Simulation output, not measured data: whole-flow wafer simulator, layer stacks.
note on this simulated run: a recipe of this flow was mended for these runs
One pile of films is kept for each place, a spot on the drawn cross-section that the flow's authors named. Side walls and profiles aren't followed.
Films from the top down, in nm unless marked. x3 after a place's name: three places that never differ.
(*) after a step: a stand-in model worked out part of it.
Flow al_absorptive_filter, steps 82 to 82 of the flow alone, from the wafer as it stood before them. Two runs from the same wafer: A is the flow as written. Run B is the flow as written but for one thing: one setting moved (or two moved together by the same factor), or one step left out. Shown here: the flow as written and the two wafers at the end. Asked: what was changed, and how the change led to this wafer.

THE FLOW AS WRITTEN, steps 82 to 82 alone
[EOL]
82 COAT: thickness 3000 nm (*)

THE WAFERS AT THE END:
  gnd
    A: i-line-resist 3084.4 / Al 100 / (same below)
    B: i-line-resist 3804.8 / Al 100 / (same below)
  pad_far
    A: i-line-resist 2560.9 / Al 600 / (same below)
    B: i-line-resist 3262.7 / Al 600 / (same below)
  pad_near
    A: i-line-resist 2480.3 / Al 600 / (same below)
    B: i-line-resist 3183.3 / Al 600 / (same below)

The cause: step 82, COAT: thickness 3720 nm was run, where the flow has thickness 3000 nm.

How the change led to this, step by step:
  82 COAT: thickness 3000 nm (*)
      xa_field, xl_land, idc_field: A i-line-resist +3000 (new film) | B i-line-resist +3720 (new film)
      gnd: A i-line-resist +3084.4 (new film) | B i-line-resist +3804.8 (new film)
      (and at 10 more places)
